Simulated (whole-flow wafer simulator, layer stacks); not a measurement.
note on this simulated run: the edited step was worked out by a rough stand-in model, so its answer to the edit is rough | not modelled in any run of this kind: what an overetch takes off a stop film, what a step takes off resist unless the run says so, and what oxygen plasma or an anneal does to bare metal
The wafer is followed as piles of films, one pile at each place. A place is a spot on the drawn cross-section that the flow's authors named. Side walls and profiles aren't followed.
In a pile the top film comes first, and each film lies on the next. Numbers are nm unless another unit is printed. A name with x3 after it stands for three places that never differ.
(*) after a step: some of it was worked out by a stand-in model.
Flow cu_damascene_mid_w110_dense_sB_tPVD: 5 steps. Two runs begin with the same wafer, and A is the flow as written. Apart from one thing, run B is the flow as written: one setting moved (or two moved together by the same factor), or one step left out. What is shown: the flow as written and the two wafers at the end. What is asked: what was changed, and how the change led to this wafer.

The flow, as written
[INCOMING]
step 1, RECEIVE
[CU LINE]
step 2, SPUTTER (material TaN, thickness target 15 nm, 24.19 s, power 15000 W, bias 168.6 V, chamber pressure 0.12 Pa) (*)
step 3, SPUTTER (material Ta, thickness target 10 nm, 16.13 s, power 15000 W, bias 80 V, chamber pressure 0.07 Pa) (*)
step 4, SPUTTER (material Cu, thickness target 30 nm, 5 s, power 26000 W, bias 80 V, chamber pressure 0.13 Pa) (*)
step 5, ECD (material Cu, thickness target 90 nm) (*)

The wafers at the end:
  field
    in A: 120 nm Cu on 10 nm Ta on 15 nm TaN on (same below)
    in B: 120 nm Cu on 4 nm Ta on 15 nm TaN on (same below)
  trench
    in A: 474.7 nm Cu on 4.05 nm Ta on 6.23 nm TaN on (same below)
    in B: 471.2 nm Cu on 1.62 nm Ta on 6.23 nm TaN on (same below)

What caused this: step 3, SPUTTER: thickness target 4 nm was run, whereas the flow has thickness target 10 nm.
One can read it off the wafer: field has Ta 4, and step 3 as written asks for 10 nm.

How this came from the change, step by step:
  step 3, SPUTTER (material Ta, thickness target 10 nm, 16.13 s, power 15000 W, bias 80 V, chamber pressure 0.07 Pa) (*)
      field: A Ta gains 10 (new film) | B Ta gains 4 (new film)
      trench: A Ta gains 4.05 (new film) | B Ta gains 1.62 (new film)
